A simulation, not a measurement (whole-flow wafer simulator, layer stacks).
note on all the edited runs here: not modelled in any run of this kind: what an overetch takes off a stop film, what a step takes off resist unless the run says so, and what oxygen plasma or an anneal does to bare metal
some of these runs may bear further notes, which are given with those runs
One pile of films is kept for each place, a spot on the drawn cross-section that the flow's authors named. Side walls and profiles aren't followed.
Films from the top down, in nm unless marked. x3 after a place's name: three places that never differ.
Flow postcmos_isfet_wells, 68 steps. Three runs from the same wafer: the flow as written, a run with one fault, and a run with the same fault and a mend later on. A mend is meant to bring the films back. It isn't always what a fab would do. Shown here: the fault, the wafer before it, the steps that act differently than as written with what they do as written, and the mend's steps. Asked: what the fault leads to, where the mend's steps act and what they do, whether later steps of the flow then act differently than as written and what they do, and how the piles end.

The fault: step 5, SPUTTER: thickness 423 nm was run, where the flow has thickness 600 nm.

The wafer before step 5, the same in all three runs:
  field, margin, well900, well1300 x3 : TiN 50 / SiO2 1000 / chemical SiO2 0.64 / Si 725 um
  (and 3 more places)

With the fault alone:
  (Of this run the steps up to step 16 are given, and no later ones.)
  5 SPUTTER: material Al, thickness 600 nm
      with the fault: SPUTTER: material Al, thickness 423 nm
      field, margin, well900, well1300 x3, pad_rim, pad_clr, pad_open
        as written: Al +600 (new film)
        with the fault: Al +423 (new film)
  No later step of the flow up to step 16 acts differently than as written at any place that is followed.
  After step 16 the piles differ from the flow's by more than 2% or 0.5 nm, whichever is larger, at field, margin, well900, well1300 x3, pad_rim, pad_clr, pad_open.
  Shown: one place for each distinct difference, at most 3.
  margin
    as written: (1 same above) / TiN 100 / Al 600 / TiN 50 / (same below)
    with the fault: (1 same above) / TiN 100 / Al 423 / TiN 50 / (same below)
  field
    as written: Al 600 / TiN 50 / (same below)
    with the fault: Al 423 / TiN 50 / (same below)

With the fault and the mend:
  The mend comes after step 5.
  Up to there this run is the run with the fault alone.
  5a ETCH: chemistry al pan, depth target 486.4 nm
      field, margin, well900, well1300 x3, pad_rim, pad_clr, pad_open
        Al -423 (all of it)
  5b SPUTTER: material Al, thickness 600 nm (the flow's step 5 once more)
      field, margin, well900, well1300 x3, pad_rim, pad_clr, pad_open
        Al +600 (new film)
  No later step of the flow acts differently than as written at any place that is followed.
  At the end the piles are the same as the flow's at every place that both follow.
